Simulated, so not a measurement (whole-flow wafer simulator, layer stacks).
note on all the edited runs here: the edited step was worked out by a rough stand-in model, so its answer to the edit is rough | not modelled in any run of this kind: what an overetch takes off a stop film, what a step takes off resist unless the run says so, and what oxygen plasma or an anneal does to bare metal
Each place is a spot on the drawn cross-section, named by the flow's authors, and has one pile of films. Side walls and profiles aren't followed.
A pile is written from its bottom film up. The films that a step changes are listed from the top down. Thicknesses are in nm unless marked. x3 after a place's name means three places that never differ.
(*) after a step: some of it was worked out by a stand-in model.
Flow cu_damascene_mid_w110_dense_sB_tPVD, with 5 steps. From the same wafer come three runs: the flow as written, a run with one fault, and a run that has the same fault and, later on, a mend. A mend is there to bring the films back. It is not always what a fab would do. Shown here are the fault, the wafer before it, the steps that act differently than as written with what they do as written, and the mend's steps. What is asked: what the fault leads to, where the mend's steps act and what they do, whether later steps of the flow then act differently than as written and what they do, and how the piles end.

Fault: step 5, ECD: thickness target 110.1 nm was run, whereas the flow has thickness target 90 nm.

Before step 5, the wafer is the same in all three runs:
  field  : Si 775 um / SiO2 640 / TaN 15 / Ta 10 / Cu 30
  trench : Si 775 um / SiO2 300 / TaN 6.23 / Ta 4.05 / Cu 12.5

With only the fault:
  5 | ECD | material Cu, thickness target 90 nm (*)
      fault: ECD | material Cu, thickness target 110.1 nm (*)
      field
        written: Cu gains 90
        fault: Cu gains 110.1
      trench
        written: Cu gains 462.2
        fault: Cu gains 482.3
  Later steps of the flow that are run all act as written at every place that is followed.
  At field, trench, the piles at the end differ from the flow's by more than 2% or 0.5 nm, whichever is larger.
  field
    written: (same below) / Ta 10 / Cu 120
    fault: (same below) / Ta 10 / Cu 140.1
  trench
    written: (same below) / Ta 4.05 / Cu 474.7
    fault: (same below) / Ta 4.05 / Cu 494.8

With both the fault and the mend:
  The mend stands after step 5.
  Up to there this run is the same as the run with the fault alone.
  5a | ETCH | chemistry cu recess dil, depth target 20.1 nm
      field, trench
        Cu loses 20.1
  Later steps of the flow that are run all act as written at every place that is followed.
  By the end, the piles equal the flow's at every place that both follow.
